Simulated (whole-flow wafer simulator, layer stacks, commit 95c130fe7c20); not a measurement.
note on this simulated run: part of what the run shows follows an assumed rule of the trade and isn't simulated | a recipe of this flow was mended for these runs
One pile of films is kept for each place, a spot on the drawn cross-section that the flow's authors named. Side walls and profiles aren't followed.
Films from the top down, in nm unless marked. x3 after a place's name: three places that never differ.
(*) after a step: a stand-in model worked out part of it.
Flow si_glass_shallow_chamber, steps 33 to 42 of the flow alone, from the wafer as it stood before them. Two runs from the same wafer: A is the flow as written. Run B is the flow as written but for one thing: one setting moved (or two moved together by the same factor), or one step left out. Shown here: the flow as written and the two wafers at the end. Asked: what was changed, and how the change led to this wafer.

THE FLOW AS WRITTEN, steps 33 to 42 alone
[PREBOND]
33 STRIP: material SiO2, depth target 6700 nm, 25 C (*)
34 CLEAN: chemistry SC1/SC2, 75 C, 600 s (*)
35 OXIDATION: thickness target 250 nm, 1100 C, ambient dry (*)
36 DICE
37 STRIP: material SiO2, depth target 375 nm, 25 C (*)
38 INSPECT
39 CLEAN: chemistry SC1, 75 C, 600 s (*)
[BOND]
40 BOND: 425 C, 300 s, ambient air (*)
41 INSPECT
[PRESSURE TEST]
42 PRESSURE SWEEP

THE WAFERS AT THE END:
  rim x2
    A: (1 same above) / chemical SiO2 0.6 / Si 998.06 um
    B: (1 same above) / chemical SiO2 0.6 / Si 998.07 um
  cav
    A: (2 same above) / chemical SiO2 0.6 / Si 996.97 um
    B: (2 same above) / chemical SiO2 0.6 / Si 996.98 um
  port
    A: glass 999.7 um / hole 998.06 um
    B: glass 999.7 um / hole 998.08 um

The cause: step 35, OXIDATION: thickness target 226.6 nm was run, where the flow has thickness target 250 nm.

How the change led to this, step by step:
  35 OXIDATION: thickness target 250 nm, 1100 C, ambient dry (*)
      rim x2, cav, septum, ring: A SiO2 +250 (new film), chemical SiO2 -0.6 (all of it), Si -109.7 | B SiO2 +226.6 (new film), chemical SiO2 -0.6 (all of it), Si -99.4
  37 STRIP: material SiO2, depth target 375 nm, 25 C (*)
      rim x2, cav, septum, ring: A SiO2 -250 (all of it) | B SiO2 -226.6 (all of it)
